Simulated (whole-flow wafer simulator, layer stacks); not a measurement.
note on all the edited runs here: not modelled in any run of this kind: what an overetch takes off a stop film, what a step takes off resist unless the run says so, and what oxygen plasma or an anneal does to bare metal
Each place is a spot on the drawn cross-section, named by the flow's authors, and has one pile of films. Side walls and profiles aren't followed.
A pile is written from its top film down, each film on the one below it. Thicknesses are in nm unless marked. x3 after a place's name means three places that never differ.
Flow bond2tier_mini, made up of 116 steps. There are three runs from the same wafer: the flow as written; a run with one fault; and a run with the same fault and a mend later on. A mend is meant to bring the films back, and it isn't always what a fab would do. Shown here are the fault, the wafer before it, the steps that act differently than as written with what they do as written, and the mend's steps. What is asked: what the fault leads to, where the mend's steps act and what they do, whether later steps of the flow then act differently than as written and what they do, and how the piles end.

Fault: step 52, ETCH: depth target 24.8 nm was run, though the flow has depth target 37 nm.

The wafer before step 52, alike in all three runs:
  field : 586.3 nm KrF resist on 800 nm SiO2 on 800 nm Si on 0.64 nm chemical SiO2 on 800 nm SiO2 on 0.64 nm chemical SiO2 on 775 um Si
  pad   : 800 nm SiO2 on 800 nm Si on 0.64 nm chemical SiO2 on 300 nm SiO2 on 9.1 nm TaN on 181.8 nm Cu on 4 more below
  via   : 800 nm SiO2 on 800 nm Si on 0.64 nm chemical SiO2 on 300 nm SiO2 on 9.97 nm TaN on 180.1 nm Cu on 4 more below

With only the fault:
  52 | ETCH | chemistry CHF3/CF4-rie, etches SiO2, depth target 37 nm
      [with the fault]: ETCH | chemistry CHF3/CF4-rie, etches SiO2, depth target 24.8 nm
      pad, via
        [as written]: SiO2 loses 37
        [with the fault]: SiO2 loses 24.8
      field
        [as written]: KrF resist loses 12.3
        [with the fault]: KrF resist loses 8.27
  Steps further on in the flow that do not act as written (7 other steps are not shown; they differ only slightly, by no more than 2% or 0.5 nm, whichever is larger):
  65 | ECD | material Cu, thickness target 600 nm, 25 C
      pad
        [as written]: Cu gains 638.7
        [with the fault]: Cu gains 625.9
  At pad, the piles at the end differ from the flow's by more than 2% or 0.5 nm, whichever is larger.
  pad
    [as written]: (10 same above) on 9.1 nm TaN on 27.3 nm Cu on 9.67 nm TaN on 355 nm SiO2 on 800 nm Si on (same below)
    [with the fault]: (10 same above) on 9.1 nm TaN on 15 nm Cu on 9.78 nm TaN on 367.2 nm SiO2 on 800 nm Si on (same below)

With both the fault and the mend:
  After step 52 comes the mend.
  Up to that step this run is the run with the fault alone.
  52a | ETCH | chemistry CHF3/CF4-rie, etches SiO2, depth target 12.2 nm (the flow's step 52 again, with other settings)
      pad, via
        SiO2 loses 12.2
      field
        KrF resist loses 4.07
  None of the later steps of the flow acts differently than as written at any place that is followed.
  By the end, the piles equal the flow's at every place that both follow.
